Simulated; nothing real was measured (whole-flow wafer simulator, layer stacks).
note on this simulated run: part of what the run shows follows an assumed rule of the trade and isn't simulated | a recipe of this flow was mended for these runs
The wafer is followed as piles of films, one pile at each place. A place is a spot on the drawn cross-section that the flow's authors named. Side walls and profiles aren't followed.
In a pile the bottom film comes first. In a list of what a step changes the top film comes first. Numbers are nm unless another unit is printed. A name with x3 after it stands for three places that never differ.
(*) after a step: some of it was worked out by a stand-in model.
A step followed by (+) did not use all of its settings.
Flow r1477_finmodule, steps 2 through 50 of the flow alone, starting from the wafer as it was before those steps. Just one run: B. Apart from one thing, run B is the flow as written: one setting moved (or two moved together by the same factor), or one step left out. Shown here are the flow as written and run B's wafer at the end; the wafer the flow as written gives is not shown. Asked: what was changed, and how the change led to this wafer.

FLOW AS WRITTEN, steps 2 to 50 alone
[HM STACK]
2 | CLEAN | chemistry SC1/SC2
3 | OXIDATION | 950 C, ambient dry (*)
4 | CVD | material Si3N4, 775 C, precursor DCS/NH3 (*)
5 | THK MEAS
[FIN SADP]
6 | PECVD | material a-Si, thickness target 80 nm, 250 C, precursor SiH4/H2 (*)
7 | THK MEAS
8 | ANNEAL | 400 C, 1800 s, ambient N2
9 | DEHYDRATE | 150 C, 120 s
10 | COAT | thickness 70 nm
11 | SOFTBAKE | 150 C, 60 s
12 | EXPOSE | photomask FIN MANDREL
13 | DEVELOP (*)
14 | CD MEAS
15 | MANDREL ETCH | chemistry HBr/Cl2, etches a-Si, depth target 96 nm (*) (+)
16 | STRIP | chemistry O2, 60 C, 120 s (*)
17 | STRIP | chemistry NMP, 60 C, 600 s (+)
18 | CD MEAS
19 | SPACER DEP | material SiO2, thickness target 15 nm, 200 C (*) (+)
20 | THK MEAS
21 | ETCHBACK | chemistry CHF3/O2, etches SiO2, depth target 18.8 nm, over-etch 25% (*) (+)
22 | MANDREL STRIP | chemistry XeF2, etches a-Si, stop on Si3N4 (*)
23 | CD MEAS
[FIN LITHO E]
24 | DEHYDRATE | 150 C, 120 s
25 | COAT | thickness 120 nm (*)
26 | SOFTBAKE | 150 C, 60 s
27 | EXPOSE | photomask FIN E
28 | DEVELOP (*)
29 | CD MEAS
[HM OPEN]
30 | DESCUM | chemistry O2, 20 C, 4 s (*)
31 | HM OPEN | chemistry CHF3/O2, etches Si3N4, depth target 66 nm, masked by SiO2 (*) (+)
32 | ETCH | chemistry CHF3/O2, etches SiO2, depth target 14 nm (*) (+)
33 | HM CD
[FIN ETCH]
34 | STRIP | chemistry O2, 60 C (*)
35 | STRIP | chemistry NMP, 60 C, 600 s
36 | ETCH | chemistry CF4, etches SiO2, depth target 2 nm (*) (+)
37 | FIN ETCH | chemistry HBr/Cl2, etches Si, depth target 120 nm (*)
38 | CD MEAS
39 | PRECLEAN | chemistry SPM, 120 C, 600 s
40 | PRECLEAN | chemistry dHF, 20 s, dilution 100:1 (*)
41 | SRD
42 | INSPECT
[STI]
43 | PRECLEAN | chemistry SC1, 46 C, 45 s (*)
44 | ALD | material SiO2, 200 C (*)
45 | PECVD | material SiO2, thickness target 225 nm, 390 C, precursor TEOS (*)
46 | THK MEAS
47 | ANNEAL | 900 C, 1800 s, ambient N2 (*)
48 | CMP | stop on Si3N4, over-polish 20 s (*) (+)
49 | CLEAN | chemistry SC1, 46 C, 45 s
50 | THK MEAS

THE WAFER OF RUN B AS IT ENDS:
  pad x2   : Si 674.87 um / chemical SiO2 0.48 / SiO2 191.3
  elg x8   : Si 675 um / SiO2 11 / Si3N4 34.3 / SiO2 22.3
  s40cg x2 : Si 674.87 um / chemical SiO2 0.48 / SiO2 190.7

What caused this: step 3, OXIDATION: 958 C was run, while the flow as written has 950 C.

How this came from the change, step by step:
  3 | OXIDATION | 950 C, ambient dry (*)
      pad x2, elg x8, esg x8 and 18 more: +11 SiO2 (new film), -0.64 chemical SiO2 (all of it), -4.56 Si (as written it would have been: +10 SiO2 (new film), -0.64 chemical SiO2 (all of it), -4.12 Si)
  32 | ETCH | chemistry CHF3/O2, etches SiO2, depth target 14 nm (*) (+)
      pad x2, esg x8, s40sg x2, s45sg x2, s50sg x2: -5.05 SiO2 (all of it), -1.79 Si (as written it would have been: -4.05 SiO2 (all of it), -1.99 Si)
      s40cg x2, s45cg x2, s50cg x2: -8 SiO2 (all of it), -1.2 Si (as written it would have been: -7 SiO2 (all of it), -1.4 Si)
